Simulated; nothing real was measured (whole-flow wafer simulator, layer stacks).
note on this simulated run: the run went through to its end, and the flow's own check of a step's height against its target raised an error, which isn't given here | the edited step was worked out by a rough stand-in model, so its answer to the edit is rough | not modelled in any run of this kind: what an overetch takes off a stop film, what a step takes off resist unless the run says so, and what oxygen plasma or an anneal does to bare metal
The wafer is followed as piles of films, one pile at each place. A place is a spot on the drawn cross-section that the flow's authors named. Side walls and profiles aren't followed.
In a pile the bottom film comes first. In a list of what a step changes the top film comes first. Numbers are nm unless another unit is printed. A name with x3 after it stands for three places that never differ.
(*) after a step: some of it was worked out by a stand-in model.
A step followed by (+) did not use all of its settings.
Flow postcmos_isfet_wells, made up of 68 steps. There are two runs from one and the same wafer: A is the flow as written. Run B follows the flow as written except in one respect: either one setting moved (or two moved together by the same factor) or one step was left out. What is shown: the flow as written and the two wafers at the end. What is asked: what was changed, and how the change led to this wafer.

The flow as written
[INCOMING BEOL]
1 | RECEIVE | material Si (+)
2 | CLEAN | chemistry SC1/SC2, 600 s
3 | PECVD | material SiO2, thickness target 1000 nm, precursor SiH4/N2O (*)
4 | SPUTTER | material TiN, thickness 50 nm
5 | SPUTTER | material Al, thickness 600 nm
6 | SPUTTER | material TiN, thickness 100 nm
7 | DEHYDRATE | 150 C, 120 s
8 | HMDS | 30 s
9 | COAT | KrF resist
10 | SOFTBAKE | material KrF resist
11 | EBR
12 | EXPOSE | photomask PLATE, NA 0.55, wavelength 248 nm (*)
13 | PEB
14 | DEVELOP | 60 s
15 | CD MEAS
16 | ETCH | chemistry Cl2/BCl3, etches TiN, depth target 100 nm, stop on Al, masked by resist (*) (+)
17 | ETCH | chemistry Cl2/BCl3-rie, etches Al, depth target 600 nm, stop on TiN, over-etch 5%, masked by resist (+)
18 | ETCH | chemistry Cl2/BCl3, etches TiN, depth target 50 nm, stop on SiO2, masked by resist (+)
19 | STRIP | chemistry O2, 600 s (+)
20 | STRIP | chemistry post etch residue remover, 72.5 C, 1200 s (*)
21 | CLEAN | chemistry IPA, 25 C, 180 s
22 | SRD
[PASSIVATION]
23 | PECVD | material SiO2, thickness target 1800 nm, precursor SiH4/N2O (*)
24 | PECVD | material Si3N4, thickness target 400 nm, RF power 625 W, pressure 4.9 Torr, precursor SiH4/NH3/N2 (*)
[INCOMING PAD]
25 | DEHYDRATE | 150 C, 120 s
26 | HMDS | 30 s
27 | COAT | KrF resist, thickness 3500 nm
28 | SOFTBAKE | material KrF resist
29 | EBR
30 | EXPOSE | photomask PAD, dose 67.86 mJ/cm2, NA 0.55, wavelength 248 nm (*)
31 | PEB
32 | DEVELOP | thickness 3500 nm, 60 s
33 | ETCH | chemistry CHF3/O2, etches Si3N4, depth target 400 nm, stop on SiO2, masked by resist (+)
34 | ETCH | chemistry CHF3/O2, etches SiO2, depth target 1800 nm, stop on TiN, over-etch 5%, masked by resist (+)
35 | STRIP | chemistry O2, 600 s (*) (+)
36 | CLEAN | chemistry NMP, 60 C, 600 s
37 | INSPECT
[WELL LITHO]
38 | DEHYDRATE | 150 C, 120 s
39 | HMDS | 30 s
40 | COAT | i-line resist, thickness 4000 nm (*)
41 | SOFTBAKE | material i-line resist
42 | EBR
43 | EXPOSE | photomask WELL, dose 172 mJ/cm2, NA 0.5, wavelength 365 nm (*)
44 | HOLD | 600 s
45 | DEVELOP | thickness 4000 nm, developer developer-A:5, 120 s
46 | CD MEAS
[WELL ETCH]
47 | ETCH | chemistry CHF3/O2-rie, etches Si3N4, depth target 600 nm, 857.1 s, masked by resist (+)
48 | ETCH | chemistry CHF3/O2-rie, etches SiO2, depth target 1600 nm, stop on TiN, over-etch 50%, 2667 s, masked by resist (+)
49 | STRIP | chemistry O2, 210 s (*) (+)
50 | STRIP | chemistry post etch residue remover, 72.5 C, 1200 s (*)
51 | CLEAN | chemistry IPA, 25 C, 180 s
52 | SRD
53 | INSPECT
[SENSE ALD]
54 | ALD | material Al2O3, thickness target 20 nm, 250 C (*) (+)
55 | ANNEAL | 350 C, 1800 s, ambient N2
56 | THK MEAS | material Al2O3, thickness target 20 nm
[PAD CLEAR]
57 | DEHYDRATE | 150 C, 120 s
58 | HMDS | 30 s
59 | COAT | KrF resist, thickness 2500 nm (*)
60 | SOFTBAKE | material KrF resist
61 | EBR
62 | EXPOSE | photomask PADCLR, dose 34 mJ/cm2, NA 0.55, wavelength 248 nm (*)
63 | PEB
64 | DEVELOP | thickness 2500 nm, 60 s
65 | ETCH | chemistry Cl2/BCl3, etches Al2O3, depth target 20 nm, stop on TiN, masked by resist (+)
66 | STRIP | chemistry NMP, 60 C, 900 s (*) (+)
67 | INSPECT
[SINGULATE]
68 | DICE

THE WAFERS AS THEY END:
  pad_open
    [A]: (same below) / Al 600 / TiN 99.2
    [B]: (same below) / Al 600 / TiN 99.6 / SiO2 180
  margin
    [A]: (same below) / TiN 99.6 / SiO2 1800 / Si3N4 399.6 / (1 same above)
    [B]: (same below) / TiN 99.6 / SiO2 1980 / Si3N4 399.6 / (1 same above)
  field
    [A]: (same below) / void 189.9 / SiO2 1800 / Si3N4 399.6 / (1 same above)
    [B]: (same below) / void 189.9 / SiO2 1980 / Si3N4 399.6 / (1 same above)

What caused this: step 23, PECVD: thickness target 1980 nm was run, while the flow as written has thickness target 1800 nm.
The wafer lets one read it off: margin has SiO2 1980, and step 23 as written asks for 1800 nm.

The path from the change to this, step by step:
  23 | PECVD | material SiO2, thickness target 1800 nm, precursor SiH4/N2O (*)
      margin, well900, well1300 x3, pad_rim, pad_clr, pad_open: A SiO2 gains 1800 (new film) | B SiO2 gains 1980 (new film)
      field: A SiO2 gains 1800 (new film), void gains 189.9 (new film), SiO2 gains 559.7 | B SiO2 gains 1980 (new film), void gains 189.9 (new film), SiO2 gains 559.7
  34 | ETCH | chemistry CHF3/O2, etches SiO2, depth target 1800 nm, stop on TiN, over-etch 5%, masked by resist (+)
      pad_open: A SiO2 loses 1800 (all of it) | B SiO2 loses 1800
  48 | ETCH | chemistry CHF3/O2-rie, etches SiO2, depth target 1600 nm, stop on TiN, over-etch 50%, 2667 s, masked by resist (+)
      well900, well1300 x3: A SiO2 loses 1600 (all of it) | B SiO2 loses 1780 (all of it)
  59 | COAT | KrF resist, thickness 2500 nm (*)
      field: A KrF resist gains 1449 (new film) | B KrF resist gains 1363 (new film)
      margin: A KrF resist gains 1448.9 (new film) | B KrF resist gains 1362.9 (new film)
  63 | PEB
      field, margin: A KrF resist loses 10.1 | B KrF resist loses 9.48
  66 | STRIP | chemistry NMP, 60 C, 900 s (*) (+)
      field, margin: A KrF resist loses 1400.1 (all of it) | B KrF resist loses 1314.7 (all of it)
